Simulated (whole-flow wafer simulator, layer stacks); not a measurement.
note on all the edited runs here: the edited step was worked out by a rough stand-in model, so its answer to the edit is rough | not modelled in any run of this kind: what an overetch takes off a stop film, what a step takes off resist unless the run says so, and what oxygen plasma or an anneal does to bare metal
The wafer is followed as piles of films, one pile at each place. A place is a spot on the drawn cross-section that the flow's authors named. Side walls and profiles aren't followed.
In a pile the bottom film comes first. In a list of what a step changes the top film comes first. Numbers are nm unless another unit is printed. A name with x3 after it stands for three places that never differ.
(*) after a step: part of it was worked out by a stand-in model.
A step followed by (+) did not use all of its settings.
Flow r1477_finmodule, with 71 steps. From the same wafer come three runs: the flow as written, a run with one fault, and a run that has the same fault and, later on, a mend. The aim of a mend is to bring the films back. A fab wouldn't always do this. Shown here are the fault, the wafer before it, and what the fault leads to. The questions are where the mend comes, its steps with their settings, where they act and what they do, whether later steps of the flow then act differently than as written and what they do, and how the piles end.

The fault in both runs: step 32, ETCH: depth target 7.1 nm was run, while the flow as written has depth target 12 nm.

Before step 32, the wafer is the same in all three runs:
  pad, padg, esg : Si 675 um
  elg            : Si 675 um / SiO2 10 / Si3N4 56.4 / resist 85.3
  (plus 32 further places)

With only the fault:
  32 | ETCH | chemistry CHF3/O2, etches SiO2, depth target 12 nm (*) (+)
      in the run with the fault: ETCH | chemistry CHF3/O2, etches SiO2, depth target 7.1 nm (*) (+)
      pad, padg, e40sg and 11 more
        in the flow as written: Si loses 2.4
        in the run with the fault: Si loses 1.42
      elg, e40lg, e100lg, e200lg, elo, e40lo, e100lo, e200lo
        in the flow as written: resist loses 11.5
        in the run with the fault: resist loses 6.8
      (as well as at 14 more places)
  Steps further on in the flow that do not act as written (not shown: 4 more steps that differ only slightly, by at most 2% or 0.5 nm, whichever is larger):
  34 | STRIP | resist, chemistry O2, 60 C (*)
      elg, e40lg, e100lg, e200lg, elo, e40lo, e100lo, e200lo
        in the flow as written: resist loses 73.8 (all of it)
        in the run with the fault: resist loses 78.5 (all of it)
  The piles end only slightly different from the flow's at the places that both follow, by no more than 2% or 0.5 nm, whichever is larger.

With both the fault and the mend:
  The mend follows step 32.
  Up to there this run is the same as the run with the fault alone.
  32a | ETCH | chemistry CHF3/O2, etches SiO2, depth target 4.9 nm (*) (the flow's step 32 again, with other settings)
      pad, padg, e40sg and 11 more
        Si loses 0.98
      elg, e40lg, e100lg, e200lg, elo, e40lo, e100lo, e200lo
        resist loses 4.7
      s40sg_line, s45sg_line, s50sg_line, s40so_line, s45so_line, s50so_line
        SiO2 loses 4.9
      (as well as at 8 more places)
  Later steps of the flow that are run all act as written at every place that is followed, up to a difference of at most 2% or 0.5 nm, whichever is larger.
  The piles end only slightly different from the flow's at the places that both follow, by no more than 2% or 0.5 nm, whichever is larger.
